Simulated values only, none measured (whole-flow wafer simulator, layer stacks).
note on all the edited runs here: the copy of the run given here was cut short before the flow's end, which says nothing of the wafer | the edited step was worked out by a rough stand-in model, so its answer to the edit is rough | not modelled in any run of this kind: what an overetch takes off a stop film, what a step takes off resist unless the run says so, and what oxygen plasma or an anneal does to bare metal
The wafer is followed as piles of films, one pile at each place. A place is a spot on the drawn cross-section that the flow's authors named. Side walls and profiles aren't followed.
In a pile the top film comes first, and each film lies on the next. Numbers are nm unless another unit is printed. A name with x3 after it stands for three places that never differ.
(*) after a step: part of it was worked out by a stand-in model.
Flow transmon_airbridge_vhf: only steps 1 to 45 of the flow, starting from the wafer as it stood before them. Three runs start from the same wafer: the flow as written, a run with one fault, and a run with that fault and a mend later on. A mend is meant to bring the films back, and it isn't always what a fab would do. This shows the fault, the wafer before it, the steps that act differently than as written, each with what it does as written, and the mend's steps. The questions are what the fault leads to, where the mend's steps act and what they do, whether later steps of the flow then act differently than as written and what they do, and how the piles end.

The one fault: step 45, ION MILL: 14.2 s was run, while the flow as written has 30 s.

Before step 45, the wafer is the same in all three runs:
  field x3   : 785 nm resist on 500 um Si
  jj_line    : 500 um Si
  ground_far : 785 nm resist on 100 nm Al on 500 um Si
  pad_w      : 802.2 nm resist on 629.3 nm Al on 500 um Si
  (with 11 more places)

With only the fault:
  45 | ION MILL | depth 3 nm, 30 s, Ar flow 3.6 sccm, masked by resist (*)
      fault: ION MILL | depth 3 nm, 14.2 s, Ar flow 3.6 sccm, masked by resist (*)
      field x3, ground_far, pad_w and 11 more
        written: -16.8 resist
        fault: -7.95 resist
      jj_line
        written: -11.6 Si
        fault: -5.51 Si
  Every later step of the flow that is run acts as written at every place that is followed.
  At the end the piles are close to the flow's at the places that both follow, differing by at most 2% or 0.5 nm, whichever is larger.

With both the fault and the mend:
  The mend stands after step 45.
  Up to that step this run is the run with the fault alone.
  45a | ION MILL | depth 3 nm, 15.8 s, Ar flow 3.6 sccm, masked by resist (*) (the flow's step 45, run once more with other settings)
      field x3, ground_far, pad_w and 11 more
        -8.84 resist
      jj_line
        -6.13 Si
  Every later step of the flow that is run acts as written at every place that is followed.
  The piles end the same as the flow's at every place that both follow.
